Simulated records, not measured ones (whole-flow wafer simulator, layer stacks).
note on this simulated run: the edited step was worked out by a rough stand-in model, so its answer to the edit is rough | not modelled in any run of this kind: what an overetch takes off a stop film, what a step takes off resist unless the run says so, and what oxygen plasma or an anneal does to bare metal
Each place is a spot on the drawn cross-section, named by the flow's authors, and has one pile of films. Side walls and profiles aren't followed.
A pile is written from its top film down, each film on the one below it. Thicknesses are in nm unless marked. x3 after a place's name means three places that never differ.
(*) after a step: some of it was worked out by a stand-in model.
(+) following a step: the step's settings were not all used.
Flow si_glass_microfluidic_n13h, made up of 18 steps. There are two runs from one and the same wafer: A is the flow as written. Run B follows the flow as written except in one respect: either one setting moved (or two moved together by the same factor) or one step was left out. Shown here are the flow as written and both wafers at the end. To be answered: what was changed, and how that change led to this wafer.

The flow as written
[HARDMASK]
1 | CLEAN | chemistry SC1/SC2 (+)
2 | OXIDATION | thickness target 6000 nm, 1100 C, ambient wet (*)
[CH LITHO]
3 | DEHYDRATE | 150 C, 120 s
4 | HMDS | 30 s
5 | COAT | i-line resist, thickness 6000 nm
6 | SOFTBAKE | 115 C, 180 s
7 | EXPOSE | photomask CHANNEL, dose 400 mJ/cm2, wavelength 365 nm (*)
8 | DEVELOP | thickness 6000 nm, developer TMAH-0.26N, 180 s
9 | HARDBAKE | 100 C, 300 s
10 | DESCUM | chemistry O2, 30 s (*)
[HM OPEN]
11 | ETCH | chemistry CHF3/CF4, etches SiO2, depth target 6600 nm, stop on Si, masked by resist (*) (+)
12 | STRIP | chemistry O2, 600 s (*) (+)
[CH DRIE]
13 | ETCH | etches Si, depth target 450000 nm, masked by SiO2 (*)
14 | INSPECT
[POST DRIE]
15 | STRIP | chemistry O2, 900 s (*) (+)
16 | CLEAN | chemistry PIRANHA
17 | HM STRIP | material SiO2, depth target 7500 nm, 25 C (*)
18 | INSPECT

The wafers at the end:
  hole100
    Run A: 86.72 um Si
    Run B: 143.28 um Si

Cause: step 13, ETCH: depth target 393800 nm was run, while the flow as written has depth target 450000 nm.

The path from the change to this, step by step:
  13 | ETCH | etches Si, depth target 450000 nm, masked by SiO2 (*)
      land: A SiO2 loses 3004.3 | B SiO2 loses 2627.2
      hole100: A chemical SiO2 loses 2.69 (all of it), Si loses 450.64 um | B chemical SiO2 loses 2.69 (all of it), Si loses 394.07 um
  17 | HM STRIP | material SiO2, depth target 7500 nm, 25 C (*)
      land: A SiO2 loses 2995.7 (all of it) | B SiO2 loses 3372.8 (all of it)
